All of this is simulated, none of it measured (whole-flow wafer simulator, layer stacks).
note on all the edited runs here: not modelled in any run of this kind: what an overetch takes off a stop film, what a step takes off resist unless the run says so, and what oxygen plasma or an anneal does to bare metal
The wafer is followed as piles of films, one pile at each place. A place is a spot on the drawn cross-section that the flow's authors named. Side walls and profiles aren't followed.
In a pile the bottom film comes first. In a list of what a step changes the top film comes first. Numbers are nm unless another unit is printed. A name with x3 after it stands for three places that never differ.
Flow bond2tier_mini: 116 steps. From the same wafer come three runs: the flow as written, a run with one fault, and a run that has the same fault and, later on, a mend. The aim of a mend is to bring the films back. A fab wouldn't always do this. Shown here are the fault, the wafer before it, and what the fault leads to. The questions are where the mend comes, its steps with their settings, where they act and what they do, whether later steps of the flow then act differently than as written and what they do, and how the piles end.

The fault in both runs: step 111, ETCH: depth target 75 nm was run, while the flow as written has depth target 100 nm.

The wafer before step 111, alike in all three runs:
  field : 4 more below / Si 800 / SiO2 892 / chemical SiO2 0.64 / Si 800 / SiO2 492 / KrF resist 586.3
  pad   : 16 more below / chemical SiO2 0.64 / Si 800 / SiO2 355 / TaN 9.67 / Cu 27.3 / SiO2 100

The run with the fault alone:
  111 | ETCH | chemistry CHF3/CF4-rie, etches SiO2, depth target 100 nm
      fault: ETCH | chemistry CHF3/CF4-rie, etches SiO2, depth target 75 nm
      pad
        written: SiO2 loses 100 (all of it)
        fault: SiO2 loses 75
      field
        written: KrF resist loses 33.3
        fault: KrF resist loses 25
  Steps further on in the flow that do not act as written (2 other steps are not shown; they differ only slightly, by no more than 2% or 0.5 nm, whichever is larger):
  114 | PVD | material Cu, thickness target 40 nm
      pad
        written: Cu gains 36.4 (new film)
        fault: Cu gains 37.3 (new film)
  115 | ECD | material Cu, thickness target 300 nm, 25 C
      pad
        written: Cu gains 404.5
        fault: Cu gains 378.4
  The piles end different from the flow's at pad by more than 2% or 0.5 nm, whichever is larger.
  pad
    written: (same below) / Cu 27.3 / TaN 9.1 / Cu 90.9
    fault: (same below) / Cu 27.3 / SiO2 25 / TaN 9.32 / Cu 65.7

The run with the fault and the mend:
  The mend stands after step 111.
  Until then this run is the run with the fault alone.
  111a | ETCH | chemistry CHF3/CF4-rie, etches SiO2, depth target 25 nm (a further turn of the flow's step 111, with different settings)
      field
        KrF resist loses 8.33
      pad
        SiO2 loses 25 (all of it)
  Every later step of the flow that is run acts as written at every place that is followed.
  At every place that both follow, the piles at the end match the flow's.
